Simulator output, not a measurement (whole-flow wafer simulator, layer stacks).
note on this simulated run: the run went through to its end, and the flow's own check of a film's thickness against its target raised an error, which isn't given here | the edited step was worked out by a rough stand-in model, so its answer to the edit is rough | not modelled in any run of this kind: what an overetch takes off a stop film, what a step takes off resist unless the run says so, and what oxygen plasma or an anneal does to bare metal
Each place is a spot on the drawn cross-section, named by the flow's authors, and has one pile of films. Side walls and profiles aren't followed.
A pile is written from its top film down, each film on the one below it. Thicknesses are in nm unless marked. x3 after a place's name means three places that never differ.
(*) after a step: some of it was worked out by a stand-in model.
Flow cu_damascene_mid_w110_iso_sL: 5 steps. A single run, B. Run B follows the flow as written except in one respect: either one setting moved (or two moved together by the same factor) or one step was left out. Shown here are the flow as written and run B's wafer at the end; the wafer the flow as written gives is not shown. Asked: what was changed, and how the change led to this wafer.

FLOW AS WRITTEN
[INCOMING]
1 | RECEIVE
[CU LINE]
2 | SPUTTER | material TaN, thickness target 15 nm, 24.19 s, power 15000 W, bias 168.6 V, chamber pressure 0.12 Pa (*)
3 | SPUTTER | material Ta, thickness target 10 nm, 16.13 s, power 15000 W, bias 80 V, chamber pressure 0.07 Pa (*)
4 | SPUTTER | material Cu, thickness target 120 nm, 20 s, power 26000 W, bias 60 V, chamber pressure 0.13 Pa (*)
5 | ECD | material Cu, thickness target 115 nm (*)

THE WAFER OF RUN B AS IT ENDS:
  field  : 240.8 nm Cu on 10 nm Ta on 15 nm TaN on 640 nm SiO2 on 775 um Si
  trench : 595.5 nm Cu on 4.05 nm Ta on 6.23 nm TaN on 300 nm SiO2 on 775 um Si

The reason: step 5, ECD: thickness target 120.8 nm was run, whereas the flow has thickness target 115 nm.

Step by step, how the change led to this:
  5 | ECD | material Cu, thickness target 115 nm (*)
      field: Cu gains 120.8 (as written it would have been: Cu gains 115)
